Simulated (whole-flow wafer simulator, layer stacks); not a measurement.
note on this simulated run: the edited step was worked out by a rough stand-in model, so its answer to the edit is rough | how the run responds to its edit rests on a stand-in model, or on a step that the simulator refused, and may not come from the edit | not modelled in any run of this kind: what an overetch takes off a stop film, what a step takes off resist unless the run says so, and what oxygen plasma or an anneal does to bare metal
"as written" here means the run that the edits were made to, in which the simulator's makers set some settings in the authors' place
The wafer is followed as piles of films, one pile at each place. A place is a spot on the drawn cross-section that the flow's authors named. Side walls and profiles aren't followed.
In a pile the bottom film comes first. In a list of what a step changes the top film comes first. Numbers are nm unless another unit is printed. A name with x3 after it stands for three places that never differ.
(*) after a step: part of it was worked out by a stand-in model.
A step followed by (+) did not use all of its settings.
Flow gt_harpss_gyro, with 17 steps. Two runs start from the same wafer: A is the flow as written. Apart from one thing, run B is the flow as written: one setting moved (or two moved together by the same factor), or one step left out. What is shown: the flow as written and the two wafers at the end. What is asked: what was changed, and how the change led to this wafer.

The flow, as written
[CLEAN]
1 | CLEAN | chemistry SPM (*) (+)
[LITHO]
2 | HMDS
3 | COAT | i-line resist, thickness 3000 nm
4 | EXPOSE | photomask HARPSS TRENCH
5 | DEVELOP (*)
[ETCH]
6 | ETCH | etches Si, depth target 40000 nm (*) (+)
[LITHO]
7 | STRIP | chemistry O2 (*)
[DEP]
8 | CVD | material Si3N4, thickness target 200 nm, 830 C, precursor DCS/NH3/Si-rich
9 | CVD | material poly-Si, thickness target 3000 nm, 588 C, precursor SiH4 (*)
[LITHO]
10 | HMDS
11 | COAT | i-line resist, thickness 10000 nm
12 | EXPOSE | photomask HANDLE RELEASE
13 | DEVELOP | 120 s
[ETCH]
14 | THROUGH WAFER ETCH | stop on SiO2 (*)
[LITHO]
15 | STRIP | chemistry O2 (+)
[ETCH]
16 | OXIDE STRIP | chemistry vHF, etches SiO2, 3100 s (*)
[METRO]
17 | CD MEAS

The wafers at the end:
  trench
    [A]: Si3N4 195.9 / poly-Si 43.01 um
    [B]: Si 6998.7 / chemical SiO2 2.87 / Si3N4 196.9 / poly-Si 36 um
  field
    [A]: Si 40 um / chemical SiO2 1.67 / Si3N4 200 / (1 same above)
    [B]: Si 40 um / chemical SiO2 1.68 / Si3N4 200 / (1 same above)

Cause: step 6, ETCH: depth target 33000 nm was run, though the flow has depth target 40000 nm.

The path from the change to this, step by step:
  6 | ETCH | etches Si, depth target 40000 nm (*) (+)
      trench: A chemical SiO2 loses 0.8 (all of it), Si loses 40 um (all of it) | B chemical SiO2 loses 0.8 (all of it), Si loses 33 um
      field: A i-line resist loses 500 | B i-line resist loses 412.5
  7 | STRIP | chemistry O2 (*)
      trench: A nothing | B chemical SiO2 gains 2.87 (new film), Si loses 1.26
      field: A i-line resist loses 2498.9 (all of it), chemical SiO2 gains 0.87, Si loses 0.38 | B i-line resist loses 2586.4 (all of it), chemical SiO2 gains 0.88, Si loses 0.39
  9 | CVD | material poly-Si, thickness target 3000 nm, 588 C, precursor SiH4 (*)
      trench: A poly-Si gains 43.01 um (new film) | B poly-Si gains 36 um (new film)
